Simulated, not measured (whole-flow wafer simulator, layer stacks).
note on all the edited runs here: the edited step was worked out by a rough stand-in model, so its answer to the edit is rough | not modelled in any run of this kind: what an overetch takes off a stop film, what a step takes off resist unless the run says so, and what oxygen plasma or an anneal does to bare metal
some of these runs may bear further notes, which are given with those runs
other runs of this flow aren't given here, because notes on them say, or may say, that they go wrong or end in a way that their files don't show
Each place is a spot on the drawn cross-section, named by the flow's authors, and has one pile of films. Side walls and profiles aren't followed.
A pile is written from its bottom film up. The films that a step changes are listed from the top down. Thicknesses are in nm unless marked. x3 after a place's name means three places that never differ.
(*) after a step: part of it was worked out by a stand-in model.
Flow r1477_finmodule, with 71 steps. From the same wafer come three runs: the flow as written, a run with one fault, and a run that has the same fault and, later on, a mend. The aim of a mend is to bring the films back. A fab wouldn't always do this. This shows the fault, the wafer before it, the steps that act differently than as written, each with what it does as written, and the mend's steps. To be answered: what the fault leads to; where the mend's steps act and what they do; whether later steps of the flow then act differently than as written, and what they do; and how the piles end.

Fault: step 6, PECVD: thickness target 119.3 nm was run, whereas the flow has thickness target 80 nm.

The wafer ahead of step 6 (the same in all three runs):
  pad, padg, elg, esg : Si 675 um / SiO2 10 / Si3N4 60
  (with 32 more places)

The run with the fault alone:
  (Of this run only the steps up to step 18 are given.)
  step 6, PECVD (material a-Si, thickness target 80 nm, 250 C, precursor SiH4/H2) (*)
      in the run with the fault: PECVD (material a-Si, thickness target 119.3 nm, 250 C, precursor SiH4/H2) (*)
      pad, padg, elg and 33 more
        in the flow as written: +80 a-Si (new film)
        in the run with the fault: +119.3 a-Si (new film)
  Steps later in the flow that act otherwise than as written:
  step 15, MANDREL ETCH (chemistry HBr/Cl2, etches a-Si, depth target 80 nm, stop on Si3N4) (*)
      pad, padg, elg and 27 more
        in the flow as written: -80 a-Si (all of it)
        in the run with the fault: -80 a-Si
  Once step 18 is done, the piles at pad, padg, elg and 33 more depart from the flow's by more than 2% or 0.5 nm, whichever is larger.
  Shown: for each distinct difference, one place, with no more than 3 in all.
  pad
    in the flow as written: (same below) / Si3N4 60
    in the run with the fault: (same below) / Si3N4 60 / a-Si 39.3
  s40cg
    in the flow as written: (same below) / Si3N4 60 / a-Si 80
    in the run with the fault: (same below) / Si3N4 60 / a-Si 119.3

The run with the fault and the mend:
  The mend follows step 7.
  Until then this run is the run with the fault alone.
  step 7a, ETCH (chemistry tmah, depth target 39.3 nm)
      pad, padg, elg and 33 more
        -39.3 a-Si
  Every later step of the flow that is run acts as written at every place that is followed.
  At every place that both follow, the piles at the end match the flow's.
